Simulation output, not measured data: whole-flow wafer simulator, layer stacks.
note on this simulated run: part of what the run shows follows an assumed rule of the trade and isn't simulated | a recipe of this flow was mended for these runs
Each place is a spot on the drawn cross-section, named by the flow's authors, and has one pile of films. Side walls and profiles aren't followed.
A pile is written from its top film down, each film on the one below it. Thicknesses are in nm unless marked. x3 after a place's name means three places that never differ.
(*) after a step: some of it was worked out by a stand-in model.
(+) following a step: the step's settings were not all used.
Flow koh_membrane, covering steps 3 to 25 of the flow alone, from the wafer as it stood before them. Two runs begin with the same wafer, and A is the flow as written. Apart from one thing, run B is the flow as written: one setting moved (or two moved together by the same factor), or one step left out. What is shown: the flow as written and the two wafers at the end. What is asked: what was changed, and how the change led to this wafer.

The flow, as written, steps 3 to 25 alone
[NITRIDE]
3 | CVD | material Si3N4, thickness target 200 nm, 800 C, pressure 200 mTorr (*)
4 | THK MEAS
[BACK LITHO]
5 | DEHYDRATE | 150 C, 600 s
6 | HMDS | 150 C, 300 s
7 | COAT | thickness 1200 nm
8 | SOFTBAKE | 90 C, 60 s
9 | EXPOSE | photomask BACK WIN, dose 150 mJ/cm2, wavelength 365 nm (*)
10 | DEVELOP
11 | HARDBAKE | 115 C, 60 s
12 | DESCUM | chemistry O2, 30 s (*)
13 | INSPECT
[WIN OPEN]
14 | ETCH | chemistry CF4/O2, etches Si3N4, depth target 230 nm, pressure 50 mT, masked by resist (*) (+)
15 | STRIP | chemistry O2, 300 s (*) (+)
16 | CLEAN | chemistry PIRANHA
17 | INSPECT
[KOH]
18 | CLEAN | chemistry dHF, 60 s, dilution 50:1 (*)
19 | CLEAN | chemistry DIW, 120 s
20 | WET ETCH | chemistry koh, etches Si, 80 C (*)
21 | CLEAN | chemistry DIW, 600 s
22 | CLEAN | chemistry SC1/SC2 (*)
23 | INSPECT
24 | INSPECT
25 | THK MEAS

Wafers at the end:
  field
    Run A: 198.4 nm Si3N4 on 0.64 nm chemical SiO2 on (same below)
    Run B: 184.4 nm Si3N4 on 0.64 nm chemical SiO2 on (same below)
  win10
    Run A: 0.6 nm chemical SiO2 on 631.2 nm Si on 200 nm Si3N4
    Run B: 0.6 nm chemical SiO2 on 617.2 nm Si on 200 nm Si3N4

The reason: step 3, CVD: thickness target 186 nm was run, whereas the flow has thickness target 200 nm.

The path from the change to this, step by step:
  3 | CVD | material Si3N4, thickness target 200 nm, 800 C, pressure 200 mTorr (*)
      field, win20 x4, win10: A +200 Si3N4 (new film) | B +186 Si3N4 (new film)
  14 | ETCH | chemistry CF4/O2, etches Si3N4, depth target 230 nm, pressure 50 mT, masked by resist (*) (+)
      win20 x4, win10: A -200 Si3N4 (all of it), -0.64 chemical SiO2 (all of it), -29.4 Si | B -186 Si3N4 (all of it), -0.64 chemical SiO2 (all of it), -43.4 Si
